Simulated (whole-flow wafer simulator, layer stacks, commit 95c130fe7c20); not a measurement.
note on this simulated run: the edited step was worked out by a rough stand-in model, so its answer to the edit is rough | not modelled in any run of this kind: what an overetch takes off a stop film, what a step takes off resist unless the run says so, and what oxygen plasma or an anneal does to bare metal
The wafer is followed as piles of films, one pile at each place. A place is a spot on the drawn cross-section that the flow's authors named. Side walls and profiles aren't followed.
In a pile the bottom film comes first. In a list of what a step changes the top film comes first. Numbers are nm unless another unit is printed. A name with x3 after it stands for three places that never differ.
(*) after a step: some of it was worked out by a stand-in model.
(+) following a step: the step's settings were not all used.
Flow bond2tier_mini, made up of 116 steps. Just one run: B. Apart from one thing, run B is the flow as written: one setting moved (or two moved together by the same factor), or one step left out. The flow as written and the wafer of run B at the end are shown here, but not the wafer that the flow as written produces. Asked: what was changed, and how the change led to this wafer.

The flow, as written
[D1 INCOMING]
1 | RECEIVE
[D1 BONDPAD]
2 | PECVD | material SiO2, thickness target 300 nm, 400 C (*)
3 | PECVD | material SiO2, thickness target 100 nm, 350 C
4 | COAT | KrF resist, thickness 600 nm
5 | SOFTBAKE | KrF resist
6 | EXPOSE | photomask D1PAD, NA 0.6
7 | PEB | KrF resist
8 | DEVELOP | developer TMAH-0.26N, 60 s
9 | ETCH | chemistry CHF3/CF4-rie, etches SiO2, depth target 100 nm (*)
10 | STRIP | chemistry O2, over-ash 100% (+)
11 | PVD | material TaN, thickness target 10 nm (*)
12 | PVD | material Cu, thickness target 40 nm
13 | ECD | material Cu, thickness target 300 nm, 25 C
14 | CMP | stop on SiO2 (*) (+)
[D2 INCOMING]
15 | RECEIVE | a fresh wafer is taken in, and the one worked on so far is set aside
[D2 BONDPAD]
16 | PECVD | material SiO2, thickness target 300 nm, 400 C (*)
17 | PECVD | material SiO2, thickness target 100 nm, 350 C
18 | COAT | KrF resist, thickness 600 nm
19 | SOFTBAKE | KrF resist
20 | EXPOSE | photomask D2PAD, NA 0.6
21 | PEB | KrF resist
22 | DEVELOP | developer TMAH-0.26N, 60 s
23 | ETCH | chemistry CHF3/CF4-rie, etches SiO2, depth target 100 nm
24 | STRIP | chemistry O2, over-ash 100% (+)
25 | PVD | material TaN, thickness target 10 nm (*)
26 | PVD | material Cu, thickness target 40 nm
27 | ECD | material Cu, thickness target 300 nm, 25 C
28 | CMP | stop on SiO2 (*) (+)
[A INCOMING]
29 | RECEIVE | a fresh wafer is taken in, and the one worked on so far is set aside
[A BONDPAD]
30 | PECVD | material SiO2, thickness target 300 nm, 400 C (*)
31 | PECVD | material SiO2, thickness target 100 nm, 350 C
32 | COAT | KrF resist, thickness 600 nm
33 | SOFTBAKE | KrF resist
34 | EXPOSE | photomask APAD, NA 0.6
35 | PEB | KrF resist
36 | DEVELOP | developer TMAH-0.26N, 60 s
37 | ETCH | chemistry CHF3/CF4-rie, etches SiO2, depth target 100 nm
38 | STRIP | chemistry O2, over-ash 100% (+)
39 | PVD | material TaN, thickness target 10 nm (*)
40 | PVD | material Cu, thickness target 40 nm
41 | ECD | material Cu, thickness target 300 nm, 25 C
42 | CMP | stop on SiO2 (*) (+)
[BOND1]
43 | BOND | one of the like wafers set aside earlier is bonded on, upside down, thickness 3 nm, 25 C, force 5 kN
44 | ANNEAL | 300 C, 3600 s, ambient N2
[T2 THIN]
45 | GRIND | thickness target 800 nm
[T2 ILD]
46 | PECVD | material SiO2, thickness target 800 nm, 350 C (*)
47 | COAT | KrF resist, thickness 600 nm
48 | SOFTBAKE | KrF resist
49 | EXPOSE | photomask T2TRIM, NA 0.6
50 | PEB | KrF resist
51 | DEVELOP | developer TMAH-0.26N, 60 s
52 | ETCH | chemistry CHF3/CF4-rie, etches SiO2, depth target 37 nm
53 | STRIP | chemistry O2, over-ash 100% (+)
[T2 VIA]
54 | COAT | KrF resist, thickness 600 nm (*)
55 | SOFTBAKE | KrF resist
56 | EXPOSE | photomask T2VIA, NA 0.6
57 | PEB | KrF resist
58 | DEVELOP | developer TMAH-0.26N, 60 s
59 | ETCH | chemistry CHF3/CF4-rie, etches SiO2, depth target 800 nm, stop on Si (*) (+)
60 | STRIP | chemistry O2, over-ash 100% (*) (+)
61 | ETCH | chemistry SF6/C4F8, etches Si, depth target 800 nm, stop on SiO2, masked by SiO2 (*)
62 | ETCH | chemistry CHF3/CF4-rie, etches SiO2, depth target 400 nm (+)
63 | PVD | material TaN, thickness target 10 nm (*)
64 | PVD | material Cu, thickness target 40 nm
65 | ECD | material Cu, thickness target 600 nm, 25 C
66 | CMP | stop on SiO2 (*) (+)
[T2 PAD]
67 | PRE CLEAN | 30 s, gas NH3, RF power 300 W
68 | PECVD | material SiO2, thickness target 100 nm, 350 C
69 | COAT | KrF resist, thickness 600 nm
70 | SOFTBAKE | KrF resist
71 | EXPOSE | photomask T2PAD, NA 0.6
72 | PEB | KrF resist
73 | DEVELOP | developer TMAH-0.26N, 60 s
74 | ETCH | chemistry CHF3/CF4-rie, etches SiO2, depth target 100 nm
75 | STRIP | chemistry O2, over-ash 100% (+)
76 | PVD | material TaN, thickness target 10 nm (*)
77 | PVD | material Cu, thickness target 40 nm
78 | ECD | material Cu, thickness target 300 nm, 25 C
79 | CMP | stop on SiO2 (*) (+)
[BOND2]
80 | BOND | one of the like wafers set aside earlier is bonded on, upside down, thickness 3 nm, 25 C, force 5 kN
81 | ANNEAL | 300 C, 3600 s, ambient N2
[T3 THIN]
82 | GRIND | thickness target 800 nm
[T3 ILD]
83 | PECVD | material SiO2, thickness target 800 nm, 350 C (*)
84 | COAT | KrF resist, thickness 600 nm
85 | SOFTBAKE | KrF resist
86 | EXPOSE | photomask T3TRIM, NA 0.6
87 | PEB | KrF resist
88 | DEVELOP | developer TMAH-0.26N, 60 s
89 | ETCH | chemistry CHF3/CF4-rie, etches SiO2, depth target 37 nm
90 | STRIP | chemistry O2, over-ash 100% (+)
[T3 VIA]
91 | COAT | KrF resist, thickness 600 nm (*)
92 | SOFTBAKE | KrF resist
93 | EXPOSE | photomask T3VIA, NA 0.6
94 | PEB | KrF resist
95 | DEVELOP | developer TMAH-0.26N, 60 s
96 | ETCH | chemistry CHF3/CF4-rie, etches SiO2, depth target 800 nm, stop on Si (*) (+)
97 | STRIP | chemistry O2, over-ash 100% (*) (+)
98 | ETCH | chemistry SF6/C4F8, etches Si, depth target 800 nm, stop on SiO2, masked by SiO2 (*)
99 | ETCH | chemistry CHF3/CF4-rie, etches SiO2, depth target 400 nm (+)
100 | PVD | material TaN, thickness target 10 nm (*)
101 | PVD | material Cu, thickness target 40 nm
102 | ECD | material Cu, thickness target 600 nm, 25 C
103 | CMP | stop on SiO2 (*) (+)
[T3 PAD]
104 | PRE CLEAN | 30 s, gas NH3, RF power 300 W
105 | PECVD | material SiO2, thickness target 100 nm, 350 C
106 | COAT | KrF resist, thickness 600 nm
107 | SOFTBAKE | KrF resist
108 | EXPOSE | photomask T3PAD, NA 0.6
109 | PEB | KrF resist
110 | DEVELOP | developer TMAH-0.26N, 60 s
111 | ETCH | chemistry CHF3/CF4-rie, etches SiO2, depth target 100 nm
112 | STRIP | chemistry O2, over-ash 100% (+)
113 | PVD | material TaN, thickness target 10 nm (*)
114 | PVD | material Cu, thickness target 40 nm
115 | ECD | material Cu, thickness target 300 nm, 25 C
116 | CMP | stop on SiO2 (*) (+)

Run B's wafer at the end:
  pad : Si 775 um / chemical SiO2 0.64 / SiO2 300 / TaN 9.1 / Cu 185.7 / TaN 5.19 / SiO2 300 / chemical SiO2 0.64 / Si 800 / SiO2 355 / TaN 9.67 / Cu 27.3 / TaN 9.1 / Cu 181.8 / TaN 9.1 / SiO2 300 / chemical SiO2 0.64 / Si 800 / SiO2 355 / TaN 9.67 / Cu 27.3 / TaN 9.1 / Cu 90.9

The reason: step 11, PVD: thickness target 5.7 nm was run, whereas the flow has thickness target 10 nm.

Step by step, how the change led to this:
  11 | PVD | material TaN, thickness target 10 nm (*)
      field: TaN gains 5.7 (new film) (as written it would have been: TaN gains 10 (new film))
      pad: TaN gains 5.19 (new film) (as written it would have been: TaN gains 9.1 (new film))
      (and at 1 other place as well)
  14 | CMP | stop on SiO2 (*) (+)
      field: Cu loses 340 (all of it), TaN loses 5.7 (all of it) (as written it would have been: Cu loses 340 (all of it), TaN loses 10 (all of it))
  43 | BOND | one of the like wafers set aside earlier is bonded on, upside down, thickness 3 nm, 25 C, force 5 kN
      pad: Si gains 775 um (new film), chemical SiO2 gains 0.64 (new film), SiO2 gains 300 (new film), TaN gains 5.19 (new film), Cu gains 94.8 (as written it would have been: Si gains 775 um (new film), chemical SiO2 gains 0.64 (new film), SiO2 gains 300 (new film), TaN gains 9.1 (new film), Cu gains 90.9)
      via: Si gains 775 um (new film), chemical SiO2 gains 0.64 (new film), SiO2 gains 300 (new film), TaN gains 5.68 (new film), Cu gains 94.3 (as written it would have been: Si gains 775 um (new film), chemical SiO2 gains 0.64 (new film), SiO2 gains 300 (new film), TaN gains 9.97 (new film), Cu gains 90)
